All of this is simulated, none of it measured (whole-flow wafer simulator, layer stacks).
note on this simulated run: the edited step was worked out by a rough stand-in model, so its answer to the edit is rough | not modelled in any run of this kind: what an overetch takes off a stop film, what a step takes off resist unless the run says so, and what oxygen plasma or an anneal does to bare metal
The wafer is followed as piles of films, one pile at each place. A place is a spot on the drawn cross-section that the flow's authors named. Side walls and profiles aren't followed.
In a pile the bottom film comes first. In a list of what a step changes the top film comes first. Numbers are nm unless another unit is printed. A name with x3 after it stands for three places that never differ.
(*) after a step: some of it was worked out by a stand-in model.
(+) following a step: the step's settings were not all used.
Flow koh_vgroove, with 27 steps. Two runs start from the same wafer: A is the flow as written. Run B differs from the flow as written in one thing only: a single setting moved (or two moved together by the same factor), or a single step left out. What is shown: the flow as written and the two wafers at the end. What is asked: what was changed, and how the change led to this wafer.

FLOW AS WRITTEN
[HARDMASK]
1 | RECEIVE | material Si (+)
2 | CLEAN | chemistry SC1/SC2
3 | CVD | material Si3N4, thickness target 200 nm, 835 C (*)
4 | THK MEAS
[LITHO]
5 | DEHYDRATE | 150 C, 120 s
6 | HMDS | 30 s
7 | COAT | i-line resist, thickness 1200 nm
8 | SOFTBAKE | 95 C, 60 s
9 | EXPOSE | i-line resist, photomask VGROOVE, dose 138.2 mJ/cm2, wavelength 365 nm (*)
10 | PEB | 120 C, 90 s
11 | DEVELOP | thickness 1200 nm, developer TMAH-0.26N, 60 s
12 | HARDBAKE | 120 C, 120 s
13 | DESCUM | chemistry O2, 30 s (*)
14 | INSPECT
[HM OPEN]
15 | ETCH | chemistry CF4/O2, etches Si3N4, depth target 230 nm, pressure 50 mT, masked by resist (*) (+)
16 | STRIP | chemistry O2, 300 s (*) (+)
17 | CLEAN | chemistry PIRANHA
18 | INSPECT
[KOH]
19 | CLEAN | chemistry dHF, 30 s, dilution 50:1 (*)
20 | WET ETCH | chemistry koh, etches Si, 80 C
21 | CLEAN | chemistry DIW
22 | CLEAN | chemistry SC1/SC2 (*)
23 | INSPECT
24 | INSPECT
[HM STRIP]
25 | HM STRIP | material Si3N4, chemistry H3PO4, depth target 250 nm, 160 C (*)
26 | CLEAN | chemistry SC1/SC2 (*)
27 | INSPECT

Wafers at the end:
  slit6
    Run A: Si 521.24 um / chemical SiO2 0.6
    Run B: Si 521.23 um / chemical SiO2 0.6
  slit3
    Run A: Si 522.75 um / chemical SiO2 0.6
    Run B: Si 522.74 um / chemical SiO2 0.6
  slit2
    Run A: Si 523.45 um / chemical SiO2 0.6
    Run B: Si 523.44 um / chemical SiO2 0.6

The reason: step 15, ETCH: depth target 242 nm was run, while the flow as written has depth target 230 nm.

The path from the change to this, step by step:
  15 | ETCH | chemistry CF4/O2, etches Si3N4, depth target 230 nm, pressure 50 mT, masked by resist (*) (+)
      slit3, slit2, slit6, slit20: A Si3N4 loses 200 (all of it), chemical SiO2 loses 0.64 (all of it), Si loses 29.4 | B Si3N4 loses 200 (all of it), chemical SiO2 loses 0.64 (all of it), Si loses 41.4
      field: A i-line resist loses 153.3 | B i-line resist loses 161.3
